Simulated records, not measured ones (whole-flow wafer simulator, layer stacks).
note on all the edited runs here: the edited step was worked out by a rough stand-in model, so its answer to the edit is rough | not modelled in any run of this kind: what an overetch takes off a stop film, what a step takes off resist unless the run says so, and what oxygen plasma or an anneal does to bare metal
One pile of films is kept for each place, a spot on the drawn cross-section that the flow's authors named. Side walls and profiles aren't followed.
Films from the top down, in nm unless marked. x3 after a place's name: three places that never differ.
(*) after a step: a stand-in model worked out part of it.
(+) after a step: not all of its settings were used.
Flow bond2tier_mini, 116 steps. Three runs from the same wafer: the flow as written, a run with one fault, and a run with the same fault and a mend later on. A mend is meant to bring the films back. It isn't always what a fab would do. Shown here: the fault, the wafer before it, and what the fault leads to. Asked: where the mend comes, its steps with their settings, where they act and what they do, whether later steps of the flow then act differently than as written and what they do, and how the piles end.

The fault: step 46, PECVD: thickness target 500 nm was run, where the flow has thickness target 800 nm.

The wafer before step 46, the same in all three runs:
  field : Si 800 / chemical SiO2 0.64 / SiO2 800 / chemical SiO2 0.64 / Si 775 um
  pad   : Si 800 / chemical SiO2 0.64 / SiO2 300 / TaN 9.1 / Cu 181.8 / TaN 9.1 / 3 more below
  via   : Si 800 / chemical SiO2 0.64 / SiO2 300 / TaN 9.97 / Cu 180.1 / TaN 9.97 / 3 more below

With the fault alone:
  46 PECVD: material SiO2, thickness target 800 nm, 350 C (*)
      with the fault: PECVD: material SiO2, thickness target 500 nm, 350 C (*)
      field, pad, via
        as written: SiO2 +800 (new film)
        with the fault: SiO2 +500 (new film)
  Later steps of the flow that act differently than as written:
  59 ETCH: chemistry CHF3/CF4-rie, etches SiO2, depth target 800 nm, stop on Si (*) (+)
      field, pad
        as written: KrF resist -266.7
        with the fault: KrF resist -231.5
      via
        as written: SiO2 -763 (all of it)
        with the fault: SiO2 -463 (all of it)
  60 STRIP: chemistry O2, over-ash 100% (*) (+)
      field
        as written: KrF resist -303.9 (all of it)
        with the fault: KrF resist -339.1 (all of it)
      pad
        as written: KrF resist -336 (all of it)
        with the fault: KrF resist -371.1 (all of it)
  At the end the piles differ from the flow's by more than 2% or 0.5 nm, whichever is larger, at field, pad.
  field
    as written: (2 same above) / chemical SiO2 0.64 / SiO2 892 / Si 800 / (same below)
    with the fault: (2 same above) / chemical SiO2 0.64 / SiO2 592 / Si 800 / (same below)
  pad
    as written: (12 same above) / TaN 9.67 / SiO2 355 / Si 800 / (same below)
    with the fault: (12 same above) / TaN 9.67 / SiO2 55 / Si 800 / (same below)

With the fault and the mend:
  The mend comes after step 51.
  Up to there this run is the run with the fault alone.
  51a STRIP: chemistry O2, over-ash 100% (+)
      field
        KrF resist -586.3 (all of it)
  51b PECVD: material SiO2, thickness target 300 nm, 350 C (*) (the flow's step 46 once more, with other settings)
      field, pad, via
        SiO2 +300
  51c COAT: KrF resist, thickness 600 nm (the flow's step 47 once more)
      field, pad, via
        KrF resist +600 (new film)
  51d SOFTBAKE: KrF resist (the flow's step 48 once more)
      changes no film at any place that is followed
  51e EXPOSE: photomask T2TRIM, NA 0.6 (the flow's step 49 once more)
      changes no film at any place that is followed
  51f PEB: KrF resist (the flow's step 50 once more)
      changes no film at any place that is followed
  51g DEVELOP: developer TMAH-0.26N, 60 s (the flow's step 51 once more)
      pad, via
        KrF resist -600 (all of it)
      field
        KrF resist -13.7
  No later step of the flow acts differently than as written at any place that is followed.
  At the end the piles are the same as the flow's at every place that both follow.
